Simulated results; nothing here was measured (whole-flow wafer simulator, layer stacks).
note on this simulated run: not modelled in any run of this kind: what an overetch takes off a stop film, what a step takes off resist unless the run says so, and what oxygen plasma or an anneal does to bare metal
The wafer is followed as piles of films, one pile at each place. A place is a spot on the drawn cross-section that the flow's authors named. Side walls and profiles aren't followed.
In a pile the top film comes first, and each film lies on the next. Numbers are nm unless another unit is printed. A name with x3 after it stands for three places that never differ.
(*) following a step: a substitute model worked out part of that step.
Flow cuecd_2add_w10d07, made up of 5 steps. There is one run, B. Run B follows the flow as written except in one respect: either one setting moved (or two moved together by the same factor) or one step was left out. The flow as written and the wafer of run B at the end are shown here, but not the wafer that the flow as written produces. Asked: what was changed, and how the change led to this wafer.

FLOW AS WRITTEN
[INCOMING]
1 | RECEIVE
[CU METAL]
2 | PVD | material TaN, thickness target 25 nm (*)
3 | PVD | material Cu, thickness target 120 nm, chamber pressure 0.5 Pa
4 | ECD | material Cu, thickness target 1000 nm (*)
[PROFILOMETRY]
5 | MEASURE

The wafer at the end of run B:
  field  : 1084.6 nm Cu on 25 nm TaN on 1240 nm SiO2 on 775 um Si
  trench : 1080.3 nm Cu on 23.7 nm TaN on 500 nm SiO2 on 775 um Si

What caused this: step 3, PVD: thickness target 84.6 nm was run, though the flow has thickness target 120 nm.

The path from the change to this, step by step:
  3 | PVD | material Cu, thickness target 120 nm, chamber pressure 0.5 Pa
      field: Cu gains 84.6 (new film) (in the flow as written it would be: Cu gains 120 (new film))
      trench: Cu gains 80.3 (new film) (in the flow as written it would be: Cu gains 114 (new film))
